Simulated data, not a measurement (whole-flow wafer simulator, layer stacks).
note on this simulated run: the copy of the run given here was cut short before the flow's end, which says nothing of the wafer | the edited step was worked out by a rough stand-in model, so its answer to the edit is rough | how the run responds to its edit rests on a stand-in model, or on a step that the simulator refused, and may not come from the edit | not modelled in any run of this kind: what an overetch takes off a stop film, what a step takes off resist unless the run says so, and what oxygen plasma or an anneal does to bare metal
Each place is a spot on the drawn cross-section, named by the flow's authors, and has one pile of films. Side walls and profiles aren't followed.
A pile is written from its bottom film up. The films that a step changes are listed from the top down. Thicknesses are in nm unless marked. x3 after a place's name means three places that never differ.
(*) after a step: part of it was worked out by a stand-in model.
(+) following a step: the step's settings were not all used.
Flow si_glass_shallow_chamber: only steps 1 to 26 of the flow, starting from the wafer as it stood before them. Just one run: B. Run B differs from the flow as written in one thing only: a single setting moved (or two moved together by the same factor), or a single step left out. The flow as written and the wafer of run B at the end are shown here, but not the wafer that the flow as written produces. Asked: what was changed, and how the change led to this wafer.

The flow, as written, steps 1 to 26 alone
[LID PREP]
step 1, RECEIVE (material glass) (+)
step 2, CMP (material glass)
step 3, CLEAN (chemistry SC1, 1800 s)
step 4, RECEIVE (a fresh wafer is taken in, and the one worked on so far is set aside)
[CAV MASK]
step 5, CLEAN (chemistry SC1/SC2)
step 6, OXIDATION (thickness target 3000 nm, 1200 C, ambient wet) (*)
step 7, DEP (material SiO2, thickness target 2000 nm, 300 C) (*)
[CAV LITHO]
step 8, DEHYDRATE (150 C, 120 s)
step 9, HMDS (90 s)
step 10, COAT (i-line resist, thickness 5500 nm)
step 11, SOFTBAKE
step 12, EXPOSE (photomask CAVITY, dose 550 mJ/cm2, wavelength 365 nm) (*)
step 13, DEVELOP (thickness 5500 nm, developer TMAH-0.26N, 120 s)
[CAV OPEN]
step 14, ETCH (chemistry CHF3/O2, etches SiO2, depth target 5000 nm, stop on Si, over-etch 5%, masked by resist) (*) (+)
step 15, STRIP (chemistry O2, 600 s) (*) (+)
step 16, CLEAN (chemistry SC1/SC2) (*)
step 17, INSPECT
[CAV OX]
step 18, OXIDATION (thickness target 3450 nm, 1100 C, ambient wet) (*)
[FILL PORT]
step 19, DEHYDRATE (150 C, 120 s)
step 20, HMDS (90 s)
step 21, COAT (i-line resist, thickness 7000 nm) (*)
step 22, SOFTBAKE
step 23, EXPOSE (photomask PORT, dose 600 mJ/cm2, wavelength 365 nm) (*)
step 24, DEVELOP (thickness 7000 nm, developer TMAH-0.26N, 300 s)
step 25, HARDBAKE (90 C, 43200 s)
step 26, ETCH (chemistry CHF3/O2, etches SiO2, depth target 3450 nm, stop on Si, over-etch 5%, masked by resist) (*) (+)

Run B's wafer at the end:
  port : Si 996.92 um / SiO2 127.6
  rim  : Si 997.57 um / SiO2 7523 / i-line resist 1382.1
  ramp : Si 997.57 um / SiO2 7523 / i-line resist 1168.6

The reason: step 6, OXIDATION: thickness target 4650 nm was run, though the flow has thickness target 3000 nm.

Step by step, how the change led to this:
  step 6, OXIDATION (thickness target 3000 nm, 1200 C, ambient wet) (*)
      rim, ramp, cav, port, septum, ring: SiO2 gains 4650 (new film), chemical SiO2 loses 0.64 (all of it), Si loses 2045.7 (it would be, as written: SiO2 gains 3000 (new film), chemical SiO2 loses 0.64 (all of it), Si loses 1319.7)
  step 14, ETCH (chemistry CHF3/O2, etches SiO2, depth target 5000 nm, stop on Si, over-etch 5%, masked by resist) (*) (+)
      cav, port: SiO2 loses 5250 (it would be, as written: SiO2 loses 5000 (all of it), Si loses 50)
  step 15, STRIP (chemistry O2, 600 s) (*) (+)
      cav, port: nothing (it would be, as written: chemical SiO2 gains 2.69 (new film), Si loses 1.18)
  step 18, OXIDATION (thickness target 3450 nm, 1100 C, ambient wet) (*)
      cav, port: SiO2 gains 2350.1, Si loses 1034 (it would be, as written: SiO2 gains 3450 (new film), chemical SiO2 loses 2.69 (all of it), Si loses 1516.8)
      rim, ramp, septum, ring: SiO2 gains 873, Si loses 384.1 (it would be, as written: SiO2 gains 1109.8, Si loses 488.3)
  step 21, COAT (i-line resist, thickness 7000 nm) (*)
      rim: i-line resist gains 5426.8 (new film) (it would be, as written: i-line resist gains 5660.1 (new film))
      ramp: i-line resist gains 4767.3 (new film) (it would be, as written: i-line resist gains 5087.8 (new film))
  step 22, SOFTBAKE
      rim: i-line resist loses 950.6 (it would be, as written: i-line resist loses 849)
      ramp: i-line resist loses 511.5 (it would be, as written: i-line resist loses 434.5)
      (and at 3 other places as well)
  step 25, HARDBAKE (90 C, 43200 s)
      rim: i-line resist loses 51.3 (it would be, as written: i-line resist loses 62.5)
      ramp: i-line resist loses 44.4 (it would be, as written: i-line resist loses 57.1)
      (and at 1 other place as well)
  step 26, ETCH (chemistry CHF3/O2, etches SiO2, depth target 3450 nm, stop on Si, over-etch 5%, masked by resist) (*) (+)
      port: SiO2 loses 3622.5 (it would be, as written: SiO2 loses 3450 (all of it), Si loses 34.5)
